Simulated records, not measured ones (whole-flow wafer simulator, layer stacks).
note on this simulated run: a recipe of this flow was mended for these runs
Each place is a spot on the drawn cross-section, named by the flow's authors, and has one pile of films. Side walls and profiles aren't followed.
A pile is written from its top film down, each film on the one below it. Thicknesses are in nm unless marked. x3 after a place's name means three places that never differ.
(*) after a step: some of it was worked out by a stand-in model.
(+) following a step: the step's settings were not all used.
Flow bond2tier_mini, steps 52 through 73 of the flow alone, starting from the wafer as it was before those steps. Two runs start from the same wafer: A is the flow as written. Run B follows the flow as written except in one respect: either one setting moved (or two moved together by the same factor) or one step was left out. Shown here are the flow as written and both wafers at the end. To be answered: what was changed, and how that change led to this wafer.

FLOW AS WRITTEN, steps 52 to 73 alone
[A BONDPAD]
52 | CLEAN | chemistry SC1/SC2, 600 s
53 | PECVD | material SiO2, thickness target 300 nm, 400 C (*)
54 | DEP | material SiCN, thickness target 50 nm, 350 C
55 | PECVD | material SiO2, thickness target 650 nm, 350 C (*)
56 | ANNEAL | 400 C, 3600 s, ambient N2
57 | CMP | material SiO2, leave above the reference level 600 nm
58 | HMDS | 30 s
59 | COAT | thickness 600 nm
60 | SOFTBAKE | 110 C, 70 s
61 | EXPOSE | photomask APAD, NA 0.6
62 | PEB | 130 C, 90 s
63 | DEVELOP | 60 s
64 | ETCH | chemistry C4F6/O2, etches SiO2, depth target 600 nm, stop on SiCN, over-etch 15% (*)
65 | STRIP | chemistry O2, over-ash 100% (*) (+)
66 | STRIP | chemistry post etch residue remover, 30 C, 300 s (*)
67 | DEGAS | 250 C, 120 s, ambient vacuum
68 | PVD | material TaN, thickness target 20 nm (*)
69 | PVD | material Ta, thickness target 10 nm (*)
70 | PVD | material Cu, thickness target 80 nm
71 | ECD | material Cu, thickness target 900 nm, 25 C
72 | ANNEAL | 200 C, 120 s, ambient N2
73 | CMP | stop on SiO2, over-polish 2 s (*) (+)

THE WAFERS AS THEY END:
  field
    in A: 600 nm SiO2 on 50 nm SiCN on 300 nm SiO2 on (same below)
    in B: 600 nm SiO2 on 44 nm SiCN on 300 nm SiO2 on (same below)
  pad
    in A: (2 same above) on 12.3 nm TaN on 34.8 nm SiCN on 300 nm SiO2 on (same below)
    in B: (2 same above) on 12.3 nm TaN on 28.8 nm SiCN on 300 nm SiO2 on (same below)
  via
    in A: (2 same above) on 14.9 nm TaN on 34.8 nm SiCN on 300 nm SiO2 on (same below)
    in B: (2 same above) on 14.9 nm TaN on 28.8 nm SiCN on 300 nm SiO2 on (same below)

What caused this: step 54, DEP: thickness target 44 nm was run, while the flow as written has thickness target 50 nm.
The wafer lets one read it off: field has SiCN 44, and step 54 as written asks for 50 nm.

How this came from the change, step by step:
  54 | DEP | material SiCN, thickness target 50 nm, 350 C
      field, pad, via: A +50 SiCN (new film) | B +44 SiCN (new film)
